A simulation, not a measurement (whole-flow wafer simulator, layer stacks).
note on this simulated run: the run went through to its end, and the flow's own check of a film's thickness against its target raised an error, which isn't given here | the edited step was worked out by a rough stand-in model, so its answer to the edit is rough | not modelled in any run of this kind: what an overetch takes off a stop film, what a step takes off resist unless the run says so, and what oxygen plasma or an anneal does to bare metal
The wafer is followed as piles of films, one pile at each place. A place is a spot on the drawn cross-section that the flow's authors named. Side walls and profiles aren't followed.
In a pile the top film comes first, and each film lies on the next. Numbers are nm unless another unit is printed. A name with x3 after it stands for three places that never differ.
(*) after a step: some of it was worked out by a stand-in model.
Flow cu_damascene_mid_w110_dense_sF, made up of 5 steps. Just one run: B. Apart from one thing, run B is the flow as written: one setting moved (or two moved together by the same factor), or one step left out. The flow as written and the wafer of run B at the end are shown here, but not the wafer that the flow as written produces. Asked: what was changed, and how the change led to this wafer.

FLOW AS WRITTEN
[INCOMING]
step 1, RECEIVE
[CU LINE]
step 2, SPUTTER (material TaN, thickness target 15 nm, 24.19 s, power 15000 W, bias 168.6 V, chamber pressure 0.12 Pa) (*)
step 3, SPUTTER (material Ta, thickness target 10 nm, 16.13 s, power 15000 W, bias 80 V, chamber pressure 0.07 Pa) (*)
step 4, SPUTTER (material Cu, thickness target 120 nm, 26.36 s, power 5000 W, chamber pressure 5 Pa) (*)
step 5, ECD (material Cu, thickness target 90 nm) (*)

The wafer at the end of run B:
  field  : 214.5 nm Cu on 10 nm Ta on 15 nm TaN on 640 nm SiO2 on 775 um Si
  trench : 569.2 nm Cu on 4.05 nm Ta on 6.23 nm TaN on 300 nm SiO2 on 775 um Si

Cause: step 5, ECD: thickness target 94.5 nm was run, though the flow has thickness target 90 nm.

How this came from the change, step by step:
  step 5, ECD (material Cu, thickness target 90 nm) (*)
      field: +94.5 Cu (in the flow as written it would be: +90 Cu)
